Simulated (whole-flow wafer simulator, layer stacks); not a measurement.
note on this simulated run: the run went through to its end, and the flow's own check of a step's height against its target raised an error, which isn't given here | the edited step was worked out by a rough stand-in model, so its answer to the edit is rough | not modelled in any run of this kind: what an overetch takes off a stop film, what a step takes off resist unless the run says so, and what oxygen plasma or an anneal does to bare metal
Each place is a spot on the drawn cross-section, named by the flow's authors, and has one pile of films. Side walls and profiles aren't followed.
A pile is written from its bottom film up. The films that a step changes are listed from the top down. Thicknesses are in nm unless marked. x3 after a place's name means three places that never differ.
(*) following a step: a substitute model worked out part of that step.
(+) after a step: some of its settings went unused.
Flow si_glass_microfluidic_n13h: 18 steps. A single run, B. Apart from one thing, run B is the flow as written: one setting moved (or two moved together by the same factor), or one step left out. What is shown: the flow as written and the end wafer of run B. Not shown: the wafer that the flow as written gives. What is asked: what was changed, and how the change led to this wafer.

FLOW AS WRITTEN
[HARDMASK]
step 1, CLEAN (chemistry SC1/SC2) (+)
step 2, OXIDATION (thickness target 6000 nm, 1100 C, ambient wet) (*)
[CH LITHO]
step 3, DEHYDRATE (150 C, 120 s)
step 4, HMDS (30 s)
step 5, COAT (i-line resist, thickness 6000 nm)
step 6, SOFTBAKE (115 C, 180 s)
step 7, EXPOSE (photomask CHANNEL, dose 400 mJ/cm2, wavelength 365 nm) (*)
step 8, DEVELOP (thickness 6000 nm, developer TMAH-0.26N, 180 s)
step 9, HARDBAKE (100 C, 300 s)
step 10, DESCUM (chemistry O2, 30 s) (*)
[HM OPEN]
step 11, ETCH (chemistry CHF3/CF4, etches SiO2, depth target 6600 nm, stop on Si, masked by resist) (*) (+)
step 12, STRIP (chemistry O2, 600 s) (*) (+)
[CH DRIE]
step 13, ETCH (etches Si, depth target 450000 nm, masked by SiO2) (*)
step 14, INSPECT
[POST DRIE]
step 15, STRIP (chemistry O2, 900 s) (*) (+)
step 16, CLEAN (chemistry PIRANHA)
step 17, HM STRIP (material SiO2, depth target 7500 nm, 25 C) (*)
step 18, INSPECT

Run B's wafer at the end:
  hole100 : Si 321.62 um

The reason: step 13, ETCH: depth target 213800 nm was run, while the flow as written has depth target 450000 nm.

How this came from the change, step by step:
  step 13, ETCH (etches Si, depth target 450000 nm, masked by SiO2) (*)
      land: -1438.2 SiO2 (as written it would have been: -3004.3 SiO2)
      hole100: -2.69 chemical SiO2 (all of it), -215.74 um Si (as written it would have been: -2.69 chemical SiO2 (all of it), -450.64 um Si)
  step 17, HM STRIP (material SiO2, depth target 7500 nm, 25 C) (*)
      land: -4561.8 SiO2 (all of it) (as written it would have been: -2995.7 SiO2 (all of it))
